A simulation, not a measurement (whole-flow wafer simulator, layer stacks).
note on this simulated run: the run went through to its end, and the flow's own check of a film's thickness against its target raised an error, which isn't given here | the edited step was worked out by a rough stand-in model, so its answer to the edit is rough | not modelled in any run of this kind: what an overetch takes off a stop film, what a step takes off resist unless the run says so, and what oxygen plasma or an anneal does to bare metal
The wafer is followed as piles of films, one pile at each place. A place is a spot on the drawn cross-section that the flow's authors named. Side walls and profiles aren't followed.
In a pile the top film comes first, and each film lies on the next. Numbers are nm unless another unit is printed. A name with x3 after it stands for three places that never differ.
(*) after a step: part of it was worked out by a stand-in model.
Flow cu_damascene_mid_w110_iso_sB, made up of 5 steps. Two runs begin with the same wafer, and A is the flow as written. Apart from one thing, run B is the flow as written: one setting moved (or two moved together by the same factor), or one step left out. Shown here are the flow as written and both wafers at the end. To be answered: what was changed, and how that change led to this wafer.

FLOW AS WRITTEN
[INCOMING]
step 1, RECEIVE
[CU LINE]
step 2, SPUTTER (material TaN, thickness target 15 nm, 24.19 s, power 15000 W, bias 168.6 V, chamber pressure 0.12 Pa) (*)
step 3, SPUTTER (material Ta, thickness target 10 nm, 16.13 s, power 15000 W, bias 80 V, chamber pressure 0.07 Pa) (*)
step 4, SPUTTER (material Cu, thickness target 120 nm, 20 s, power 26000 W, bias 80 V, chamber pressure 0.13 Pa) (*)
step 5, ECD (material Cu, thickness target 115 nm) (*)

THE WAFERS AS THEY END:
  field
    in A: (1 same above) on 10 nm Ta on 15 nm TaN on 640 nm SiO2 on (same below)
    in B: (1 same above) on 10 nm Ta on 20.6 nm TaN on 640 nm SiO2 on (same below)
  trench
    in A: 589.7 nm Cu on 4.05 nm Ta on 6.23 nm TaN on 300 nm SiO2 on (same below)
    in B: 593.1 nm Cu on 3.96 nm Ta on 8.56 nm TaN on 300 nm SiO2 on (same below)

Cause: step 2, SPUTTER: thickness target 20.6 nm was run, though the flow has thickness target 15 nm; step 2, SPUTTER: 33.26 s was run, where the flow has 24.19 s.
The wafer lets one read it off: field has TaN 20.6, and step 2 as written asks for 15 nm.

The path from the change to this, step by step:
  step 2, SPUTTER (material TaN, thickness target 15 nm, 24.19 s, power 15000 W, bias 168.6 V, chamber pressure 0.12 Pa) (*)
      field: A TaN gains 15 (new film) | B TaN gains 20.6 (new film)
      trench: A TaN gains 6.23 (new film) | B TaN gains 8.56 (new film)
